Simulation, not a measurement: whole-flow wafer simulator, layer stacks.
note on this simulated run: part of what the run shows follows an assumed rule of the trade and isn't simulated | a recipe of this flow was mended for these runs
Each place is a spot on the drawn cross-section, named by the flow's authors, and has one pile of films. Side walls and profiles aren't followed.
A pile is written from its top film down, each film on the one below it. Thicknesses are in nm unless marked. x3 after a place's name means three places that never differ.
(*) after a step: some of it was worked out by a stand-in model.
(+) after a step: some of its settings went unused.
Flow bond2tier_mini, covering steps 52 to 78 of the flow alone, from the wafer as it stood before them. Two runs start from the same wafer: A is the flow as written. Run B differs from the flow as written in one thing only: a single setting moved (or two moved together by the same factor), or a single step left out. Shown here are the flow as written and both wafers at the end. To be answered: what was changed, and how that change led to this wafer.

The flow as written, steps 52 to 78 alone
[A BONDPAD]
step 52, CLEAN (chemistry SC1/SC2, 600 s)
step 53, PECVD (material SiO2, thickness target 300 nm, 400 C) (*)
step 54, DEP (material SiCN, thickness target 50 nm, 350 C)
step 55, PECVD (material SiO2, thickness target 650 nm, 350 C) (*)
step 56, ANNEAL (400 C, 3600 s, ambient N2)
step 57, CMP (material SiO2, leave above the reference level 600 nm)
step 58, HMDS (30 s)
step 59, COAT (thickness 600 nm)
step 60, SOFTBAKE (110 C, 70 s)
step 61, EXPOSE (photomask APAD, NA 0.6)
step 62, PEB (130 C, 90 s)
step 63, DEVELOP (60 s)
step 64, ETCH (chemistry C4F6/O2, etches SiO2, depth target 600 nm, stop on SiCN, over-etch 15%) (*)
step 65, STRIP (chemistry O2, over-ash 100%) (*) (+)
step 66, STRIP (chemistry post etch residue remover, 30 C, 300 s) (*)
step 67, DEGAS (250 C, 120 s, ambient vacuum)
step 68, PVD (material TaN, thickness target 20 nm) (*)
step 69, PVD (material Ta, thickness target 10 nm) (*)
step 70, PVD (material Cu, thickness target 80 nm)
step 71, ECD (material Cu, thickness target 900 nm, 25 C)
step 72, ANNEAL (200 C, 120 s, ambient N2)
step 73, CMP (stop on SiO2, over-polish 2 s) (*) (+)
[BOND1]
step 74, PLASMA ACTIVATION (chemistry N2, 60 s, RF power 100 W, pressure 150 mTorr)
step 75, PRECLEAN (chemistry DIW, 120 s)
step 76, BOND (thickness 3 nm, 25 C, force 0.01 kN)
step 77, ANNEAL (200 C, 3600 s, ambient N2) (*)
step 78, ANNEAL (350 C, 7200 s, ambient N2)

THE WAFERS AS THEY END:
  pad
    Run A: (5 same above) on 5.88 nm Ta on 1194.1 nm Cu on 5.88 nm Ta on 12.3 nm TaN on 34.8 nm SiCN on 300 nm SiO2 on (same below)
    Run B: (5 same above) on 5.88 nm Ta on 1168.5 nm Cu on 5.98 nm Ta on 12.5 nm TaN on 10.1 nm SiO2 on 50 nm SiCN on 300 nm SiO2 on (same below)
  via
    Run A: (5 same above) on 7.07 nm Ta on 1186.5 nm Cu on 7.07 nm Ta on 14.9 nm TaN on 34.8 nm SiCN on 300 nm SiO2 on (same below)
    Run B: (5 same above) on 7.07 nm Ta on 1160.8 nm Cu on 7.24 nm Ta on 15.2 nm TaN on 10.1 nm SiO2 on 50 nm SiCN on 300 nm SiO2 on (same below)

Cause: step 64, ETCH: depth target 513 nm was run, while the flow as written has depth target 600 nm.

Step by step, how the change led to this:
  step 64, ETCH (chemistry C4F6/O2, etches SiO2, depth target 600 nm, stop on SiCN, over-etch 15%) (*)
      pad, via: A SiO2 loses 600 (all of it), SiCN loses 15.2 | B SiO2 loses 590
      field: A thick-KrF-resist loses 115 | B thick-KrF-resist loses 98.3
  step 65, STRIP (chemistry O2, over-ash 100%) (*) (+)
      field: A thick-KrF-resist loses 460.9 (all of it) | B thick-KrF-resist loses 477.6 (all of it)
